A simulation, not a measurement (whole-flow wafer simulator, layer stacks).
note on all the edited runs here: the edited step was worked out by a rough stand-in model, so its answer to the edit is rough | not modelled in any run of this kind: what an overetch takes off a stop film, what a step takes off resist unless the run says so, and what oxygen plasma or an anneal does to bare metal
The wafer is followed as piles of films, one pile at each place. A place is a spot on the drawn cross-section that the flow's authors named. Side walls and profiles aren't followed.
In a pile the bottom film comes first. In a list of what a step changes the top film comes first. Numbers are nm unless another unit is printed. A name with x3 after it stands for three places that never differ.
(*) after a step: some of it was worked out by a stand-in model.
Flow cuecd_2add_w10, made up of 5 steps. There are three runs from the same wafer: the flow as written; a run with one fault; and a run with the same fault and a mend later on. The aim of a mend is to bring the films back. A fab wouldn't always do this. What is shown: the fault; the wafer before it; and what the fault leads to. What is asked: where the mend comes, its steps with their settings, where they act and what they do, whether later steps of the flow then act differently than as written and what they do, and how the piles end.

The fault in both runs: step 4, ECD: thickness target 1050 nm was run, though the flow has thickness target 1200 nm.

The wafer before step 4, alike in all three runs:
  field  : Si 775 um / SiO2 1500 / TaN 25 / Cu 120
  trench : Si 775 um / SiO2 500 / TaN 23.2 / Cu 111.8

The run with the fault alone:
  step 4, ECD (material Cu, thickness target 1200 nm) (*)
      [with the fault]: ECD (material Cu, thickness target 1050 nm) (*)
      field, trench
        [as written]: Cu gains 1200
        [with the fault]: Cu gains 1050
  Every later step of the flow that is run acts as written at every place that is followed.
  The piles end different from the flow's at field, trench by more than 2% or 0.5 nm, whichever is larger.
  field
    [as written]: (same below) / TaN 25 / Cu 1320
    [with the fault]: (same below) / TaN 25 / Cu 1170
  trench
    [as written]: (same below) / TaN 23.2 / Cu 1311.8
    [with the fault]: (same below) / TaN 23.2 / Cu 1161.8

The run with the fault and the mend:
  After step 5 comes the mend.
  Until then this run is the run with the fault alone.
  step 5a, ECD (material Cu, thickness target 150 nm) (*) (the flow's step 4, run once more with other settings)
      field, trench
        Cu gains 150
  Every later step of the flow that is run acts as written at every place that is followed.
  At every place that both follow, the piles at the end match the flow's.
